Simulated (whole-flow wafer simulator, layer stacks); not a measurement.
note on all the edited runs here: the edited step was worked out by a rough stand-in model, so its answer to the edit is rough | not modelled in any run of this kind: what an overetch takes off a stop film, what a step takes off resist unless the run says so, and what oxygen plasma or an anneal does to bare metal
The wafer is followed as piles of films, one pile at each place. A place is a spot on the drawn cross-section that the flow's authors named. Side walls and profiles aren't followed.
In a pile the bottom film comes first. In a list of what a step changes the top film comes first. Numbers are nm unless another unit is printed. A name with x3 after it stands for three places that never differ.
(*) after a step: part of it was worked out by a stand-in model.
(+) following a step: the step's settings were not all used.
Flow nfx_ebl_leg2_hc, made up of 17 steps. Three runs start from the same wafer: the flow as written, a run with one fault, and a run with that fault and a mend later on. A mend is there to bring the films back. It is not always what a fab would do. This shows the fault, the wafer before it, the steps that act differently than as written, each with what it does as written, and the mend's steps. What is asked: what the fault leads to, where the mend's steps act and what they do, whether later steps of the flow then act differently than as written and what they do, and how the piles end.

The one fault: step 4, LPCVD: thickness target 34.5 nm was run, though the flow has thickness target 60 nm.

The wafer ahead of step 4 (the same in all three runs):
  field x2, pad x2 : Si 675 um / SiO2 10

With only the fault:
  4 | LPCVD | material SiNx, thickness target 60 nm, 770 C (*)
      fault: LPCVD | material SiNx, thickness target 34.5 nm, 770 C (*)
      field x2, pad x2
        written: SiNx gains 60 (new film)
        fault: SiNx gains 34.5 (new film)
  Steps later in the flow that act otherwise than as written:
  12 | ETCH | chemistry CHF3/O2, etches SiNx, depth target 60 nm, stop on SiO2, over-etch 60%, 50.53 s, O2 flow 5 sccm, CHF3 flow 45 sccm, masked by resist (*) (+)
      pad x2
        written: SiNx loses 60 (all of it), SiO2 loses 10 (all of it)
        fault: SiNx loses 34.5 (all of it), SiO2 loses 10 (all of it)
  At field x2, the piles at the end differ from the flow's by more than 2% or 0.5 nm, whichever is larger.
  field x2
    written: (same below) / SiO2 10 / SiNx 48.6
    fault: (same below) / SiO2 10 / SiNx 23.1

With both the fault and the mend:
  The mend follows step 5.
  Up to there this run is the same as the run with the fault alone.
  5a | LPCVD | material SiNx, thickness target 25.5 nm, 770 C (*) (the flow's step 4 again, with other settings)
      field x2, pad x2
        SiNx gains 25.5
  None of the later steps of the flow acts differently than as written at any place that is followed.
  By the end, the piles equal the flow's at every place that both follow.
